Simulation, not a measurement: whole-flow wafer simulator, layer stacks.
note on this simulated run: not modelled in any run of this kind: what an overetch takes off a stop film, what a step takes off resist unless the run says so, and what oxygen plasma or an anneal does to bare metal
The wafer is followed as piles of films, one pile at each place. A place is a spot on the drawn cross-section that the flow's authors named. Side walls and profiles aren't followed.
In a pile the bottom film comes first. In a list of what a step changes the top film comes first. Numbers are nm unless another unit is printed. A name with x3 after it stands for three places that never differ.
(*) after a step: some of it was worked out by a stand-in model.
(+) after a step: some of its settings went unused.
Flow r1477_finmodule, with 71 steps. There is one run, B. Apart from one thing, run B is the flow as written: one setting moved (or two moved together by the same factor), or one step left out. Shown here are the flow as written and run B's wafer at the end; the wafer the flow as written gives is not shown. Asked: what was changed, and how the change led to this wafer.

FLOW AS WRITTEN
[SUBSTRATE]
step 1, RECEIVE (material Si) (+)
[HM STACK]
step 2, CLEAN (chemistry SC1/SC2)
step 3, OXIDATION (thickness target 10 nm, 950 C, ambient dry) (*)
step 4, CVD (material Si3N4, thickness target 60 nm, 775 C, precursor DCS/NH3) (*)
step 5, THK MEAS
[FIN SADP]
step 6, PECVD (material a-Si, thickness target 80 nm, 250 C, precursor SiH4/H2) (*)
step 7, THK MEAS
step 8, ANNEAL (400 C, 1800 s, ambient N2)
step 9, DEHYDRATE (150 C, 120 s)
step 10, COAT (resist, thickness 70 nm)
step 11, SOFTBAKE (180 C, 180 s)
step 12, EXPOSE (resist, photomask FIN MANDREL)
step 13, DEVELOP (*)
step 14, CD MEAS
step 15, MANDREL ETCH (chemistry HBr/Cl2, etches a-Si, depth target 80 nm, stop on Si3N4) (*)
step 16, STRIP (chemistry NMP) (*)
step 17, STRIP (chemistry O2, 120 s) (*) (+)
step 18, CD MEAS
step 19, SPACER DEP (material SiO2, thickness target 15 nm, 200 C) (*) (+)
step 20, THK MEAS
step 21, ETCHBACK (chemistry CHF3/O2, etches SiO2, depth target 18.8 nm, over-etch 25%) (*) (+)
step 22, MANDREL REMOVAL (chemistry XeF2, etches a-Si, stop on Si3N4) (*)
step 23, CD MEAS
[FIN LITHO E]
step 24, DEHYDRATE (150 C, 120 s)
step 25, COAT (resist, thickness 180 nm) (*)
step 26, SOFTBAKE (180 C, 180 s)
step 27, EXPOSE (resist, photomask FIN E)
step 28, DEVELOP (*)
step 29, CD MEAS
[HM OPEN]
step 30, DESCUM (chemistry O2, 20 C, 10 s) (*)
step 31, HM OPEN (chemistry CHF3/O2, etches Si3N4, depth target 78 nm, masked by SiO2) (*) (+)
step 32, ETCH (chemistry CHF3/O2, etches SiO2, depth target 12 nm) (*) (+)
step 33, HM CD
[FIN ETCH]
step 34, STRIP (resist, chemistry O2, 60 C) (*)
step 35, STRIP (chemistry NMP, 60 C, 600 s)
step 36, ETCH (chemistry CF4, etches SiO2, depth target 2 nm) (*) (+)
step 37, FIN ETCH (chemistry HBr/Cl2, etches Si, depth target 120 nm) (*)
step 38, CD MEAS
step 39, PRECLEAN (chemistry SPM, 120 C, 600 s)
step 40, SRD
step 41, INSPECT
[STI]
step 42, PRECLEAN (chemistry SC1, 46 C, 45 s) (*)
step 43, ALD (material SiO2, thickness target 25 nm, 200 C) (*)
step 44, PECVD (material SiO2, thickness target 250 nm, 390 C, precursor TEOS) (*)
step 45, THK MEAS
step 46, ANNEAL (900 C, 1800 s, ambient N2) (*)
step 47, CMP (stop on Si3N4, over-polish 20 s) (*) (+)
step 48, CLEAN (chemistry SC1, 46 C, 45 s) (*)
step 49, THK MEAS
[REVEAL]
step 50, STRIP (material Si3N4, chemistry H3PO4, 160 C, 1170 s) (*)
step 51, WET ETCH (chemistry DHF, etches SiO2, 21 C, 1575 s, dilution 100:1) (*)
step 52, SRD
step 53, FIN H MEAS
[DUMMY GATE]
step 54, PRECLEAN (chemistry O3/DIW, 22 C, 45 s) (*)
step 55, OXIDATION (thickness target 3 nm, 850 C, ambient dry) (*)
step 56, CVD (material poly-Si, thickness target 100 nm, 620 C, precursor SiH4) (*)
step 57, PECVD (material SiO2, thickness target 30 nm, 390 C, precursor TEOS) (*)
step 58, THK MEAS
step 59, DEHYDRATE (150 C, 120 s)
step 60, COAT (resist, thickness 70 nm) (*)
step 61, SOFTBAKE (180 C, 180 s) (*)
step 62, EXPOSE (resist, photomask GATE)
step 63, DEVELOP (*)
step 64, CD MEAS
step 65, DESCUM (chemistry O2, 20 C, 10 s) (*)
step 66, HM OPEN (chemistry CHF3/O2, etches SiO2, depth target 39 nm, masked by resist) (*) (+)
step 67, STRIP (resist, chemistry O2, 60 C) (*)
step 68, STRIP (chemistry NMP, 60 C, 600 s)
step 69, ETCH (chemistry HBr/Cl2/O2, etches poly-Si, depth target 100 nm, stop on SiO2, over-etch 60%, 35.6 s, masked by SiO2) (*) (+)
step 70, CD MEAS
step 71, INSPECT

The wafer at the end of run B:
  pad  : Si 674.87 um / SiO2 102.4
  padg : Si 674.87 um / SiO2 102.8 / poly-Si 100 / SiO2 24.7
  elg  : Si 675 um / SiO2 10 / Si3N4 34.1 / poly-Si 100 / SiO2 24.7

Cause: step 36, ETCH: chemistry CF4, etches SiO2, depth target 2 nm (*) (+), was omitted.

Step by step, how the change led to this:
  step 37, FIN ETCH (chemistry HBr/Cl2, etches Si, depth target 120 nm) (*)
      pad, padg, esg and 19 more: chemical SiO2 loses 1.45 (all of it), Si loses 120 (it would be, as written: Si loses 120)
  step 51, WET ETCH (chemistry DHF, etches SiO2, 21 C, 1575 s, dilution 100:1) (*)
      elg, e40lg, e100lg, e200lg, elo, e40lo, e100lo, e200lo: SiO2 loses 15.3 (all of it), Si3N4 loses 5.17 (it would be, as written: SiO2 loses 17.8 (all of it), Si3N4 loses 4.97)
  step 67, STRIP (resist, chemistry O2, 60 C) (*)
      e40sg: resist loses 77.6 (all of it) (it would be, as written: resist loses 75.4 (all of it))
      e100sg: resist loses 77.5 (all of it) (it would be, as written: resist loses 75.3 (all of it))
      (and at 1 other place as well)
